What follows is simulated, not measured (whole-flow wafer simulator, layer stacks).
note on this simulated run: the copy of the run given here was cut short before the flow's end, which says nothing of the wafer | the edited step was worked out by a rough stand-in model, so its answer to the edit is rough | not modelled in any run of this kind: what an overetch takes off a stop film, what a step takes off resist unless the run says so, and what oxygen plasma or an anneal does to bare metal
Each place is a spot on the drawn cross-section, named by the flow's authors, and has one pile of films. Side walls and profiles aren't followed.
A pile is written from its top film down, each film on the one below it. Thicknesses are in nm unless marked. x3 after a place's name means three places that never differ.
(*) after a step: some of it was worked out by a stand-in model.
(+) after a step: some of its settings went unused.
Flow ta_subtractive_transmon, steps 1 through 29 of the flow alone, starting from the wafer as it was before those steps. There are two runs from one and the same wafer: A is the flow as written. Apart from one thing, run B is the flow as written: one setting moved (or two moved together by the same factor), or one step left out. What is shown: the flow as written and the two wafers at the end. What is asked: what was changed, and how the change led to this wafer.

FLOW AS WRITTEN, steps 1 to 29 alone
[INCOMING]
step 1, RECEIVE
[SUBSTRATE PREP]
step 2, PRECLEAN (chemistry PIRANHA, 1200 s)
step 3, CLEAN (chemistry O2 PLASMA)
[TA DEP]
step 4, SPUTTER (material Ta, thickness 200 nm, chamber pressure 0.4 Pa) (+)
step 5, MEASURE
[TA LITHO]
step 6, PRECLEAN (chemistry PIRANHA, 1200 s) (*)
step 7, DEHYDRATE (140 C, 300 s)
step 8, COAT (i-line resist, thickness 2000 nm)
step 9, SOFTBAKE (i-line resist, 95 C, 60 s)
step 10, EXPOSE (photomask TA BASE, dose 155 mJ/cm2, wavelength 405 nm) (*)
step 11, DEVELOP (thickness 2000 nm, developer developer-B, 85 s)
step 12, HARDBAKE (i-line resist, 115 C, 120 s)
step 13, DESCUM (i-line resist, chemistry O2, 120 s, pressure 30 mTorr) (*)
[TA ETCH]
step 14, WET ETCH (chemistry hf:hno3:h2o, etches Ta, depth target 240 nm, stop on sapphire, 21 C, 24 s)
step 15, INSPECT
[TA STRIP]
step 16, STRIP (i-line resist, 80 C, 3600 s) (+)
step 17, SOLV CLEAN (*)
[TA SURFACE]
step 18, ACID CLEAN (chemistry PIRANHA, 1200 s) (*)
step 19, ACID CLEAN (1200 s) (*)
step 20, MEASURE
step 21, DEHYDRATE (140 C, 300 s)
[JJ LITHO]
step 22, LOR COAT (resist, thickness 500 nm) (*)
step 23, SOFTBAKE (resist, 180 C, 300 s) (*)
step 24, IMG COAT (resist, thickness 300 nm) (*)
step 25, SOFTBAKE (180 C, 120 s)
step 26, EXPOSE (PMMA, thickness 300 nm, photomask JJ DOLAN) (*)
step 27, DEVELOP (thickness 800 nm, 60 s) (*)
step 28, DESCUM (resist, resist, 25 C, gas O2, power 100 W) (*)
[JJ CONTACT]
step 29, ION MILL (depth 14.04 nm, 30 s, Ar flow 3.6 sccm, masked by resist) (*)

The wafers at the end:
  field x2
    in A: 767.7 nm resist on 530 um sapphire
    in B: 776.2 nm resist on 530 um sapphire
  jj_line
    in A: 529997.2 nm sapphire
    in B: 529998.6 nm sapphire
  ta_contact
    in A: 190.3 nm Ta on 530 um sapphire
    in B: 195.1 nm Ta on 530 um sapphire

What caused this: step 29, ION MILL: depth 6.878 nm was run, though the flow has depth 14.04 nm; step 29, ION MILL: 14.7 s was run, where the flow has 30 s.

The path from the change to this, step by step:
  step 29, ION MILL (depth 14.04 nm, 30 s, Ar flow 3.6 sccm, masked by resist) (*)
      field x2, ta_pad: A resist loses 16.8 | B resist loses 8.23
      jj_line, lead: A sapphire loses 2.8 | B sapphire loses 1.37
      (also at 1 further place)
